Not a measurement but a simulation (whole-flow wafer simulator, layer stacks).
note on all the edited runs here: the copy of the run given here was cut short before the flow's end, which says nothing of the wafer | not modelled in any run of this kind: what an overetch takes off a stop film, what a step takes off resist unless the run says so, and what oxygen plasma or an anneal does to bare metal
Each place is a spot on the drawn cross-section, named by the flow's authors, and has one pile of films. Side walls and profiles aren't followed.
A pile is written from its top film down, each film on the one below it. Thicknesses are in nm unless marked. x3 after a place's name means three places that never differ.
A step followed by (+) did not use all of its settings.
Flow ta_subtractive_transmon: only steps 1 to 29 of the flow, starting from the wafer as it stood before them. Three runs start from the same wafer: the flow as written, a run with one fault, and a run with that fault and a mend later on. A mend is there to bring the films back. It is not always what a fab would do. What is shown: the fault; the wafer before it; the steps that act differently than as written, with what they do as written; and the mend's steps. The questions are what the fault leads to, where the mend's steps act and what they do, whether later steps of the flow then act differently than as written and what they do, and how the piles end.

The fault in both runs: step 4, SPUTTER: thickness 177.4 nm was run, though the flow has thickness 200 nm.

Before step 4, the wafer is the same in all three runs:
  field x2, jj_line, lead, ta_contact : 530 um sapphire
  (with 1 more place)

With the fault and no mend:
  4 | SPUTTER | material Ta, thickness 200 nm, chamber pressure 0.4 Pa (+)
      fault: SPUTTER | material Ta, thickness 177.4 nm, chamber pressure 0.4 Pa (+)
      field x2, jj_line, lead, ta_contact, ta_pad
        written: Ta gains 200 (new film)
        fault: Ta gains 177.4 (new film)
  Steps later in the flow that act otherwise than as written (3 more steps, not shown, differ only slightly: by at most 2% or 0.5 nm, whichever is larger):
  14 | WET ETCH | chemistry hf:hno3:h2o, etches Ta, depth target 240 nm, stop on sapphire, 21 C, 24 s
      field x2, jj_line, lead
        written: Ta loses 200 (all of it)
        fault: Ta loses 177.4 (all of it)
  The piles end different from the flow's at ta_contact, ta_pad by more than 2% or 0.5 nm, whichever is larger.
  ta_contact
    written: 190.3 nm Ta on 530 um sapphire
    fault: 167.7 nm Ta on 530 um sapphire
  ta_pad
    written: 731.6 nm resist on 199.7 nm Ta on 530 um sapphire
    fault: 735 nm resist on 177.1 nm Ta on 530 um sapphire

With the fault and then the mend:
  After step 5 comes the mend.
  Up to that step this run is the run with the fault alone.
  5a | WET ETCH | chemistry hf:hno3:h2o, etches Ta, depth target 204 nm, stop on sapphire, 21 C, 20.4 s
      field x2, jj_line, lead, ta_contact, ta_pad
        Ta loses 177.4 (all of it)
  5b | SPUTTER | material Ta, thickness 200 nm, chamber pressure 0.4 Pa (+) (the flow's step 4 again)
      field x2, jj_line, lead, ta_contact, ta_pad
        Ta gains 200 (new film)
  None of the later steps of the flow acts differently than as written at any place that is followed.
  By the end, the piles equal the flow's at every place that both follow.
